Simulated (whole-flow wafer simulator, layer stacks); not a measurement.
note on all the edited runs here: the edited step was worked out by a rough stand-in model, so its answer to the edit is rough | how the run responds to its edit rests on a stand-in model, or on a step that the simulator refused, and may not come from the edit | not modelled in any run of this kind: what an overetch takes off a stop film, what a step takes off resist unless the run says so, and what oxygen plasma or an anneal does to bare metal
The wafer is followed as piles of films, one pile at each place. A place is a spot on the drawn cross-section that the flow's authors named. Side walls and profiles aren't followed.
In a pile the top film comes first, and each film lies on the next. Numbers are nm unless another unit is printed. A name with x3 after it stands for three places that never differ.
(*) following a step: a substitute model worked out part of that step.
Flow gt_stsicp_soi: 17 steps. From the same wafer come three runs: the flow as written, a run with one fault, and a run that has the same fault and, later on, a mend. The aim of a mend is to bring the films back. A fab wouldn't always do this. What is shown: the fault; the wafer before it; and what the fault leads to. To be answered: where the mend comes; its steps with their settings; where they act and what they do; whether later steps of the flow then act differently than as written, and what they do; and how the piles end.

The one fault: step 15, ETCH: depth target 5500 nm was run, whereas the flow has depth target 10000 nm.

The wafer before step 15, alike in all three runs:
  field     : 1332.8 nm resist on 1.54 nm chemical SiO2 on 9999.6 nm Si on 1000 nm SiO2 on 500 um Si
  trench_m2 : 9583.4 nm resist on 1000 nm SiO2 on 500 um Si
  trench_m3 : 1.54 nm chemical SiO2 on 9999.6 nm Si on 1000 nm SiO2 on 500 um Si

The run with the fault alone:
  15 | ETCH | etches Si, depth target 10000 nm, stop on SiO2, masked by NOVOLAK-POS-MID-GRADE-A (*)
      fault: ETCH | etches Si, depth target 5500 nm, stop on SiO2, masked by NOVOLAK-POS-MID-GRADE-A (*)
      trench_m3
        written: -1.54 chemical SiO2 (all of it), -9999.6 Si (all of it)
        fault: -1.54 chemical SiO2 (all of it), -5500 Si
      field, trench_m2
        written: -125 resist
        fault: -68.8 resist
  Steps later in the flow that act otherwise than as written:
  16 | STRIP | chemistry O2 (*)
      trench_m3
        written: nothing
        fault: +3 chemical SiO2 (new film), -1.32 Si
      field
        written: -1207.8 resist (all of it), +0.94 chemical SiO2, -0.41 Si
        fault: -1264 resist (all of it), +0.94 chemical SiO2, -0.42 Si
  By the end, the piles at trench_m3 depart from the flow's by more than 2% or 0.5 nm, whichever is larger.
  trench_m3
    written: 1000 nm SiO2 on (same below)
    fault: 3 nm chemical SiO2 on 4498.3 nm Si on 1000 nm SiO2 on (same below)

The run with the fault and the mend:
  After step 15 comes the mend.
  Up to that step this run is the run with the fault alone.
  15a | ETCH | etches Si, depth target 4500 nm, stop on SiO2, masked by NOVOLAK-POS-MID-GRADE-A (*) (the flow's step 15 again, with other settings)
      field, trench_m2
        -56.2 resist
      trench_m3
        -4499.6 Si (all of it)
  None of the later steps of the flow acts differently than as written at any place that is followed.
  At every place that both follow, the piles at the end match the flow's.
